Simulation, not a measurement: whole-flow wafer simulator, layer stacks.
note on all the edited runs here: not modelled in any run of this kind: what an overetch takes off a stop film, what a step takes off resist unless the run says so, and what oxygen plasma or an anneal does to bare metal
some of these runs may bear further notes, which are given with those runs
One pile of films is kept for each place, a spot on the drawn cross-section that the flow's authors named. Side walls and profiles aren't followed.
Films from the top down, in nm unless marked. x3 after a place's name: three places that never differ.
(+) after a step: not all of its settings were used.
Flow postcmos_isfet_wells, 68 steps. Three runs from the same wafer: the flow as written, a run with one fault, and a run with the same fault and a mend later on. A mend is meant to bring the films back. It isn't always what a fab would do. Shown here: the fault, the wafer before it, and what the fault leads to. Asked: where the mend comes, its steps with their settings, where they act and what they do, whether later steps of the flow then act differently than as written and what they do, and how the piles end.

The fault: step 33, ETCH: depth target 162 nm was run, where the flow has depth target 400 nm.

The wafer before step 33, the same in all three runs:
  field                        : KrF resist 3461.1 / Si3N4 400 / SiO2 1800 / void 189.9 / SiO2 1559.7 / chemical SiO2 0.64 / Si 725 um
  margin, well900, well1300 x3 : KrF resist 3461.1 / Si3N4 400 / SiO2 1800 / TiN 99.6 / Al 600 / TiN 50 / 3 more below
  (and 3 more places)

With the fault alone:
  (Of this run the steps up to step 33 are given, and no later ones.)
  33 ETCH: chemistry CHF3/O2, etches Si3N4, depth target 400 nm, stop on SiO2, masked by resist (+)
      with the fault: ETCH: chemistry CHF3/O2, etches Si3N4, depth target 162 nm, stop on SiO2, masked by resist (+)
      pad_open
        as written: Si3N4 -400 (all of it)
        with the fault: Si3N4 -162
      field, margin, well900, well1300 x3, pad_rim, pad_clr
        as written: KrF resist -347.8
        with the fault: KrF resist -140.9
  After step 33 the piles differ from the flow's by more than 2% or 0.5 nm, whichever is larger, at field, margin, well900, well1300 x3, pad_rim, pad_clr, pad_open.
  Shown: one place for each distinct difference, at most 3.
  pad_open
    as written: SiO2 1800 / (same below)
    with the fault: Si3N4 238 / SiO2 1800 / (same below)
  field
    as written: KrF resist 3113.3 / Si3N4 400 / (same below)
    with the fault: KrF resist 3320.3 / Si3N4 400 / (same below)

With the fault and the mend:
  The mend comes after step 33.
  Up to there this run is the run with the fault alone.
  33a ETCH: chemistry CHF3/O2, etches Si3N4, depth target 238 nm, stop on SiO2, masked by resist (the flow's step 33 once more, with other settings)
      field, margin, well900, well1300 x3, pad_rim, pad_clr
        KrF resist -207
      pad_open
        Si3N4 -238 (all of it)
  No later step of the flow acts differently than as written at any place that is followed.
  At the end the piles are the same as the flow's at every place that both follow.
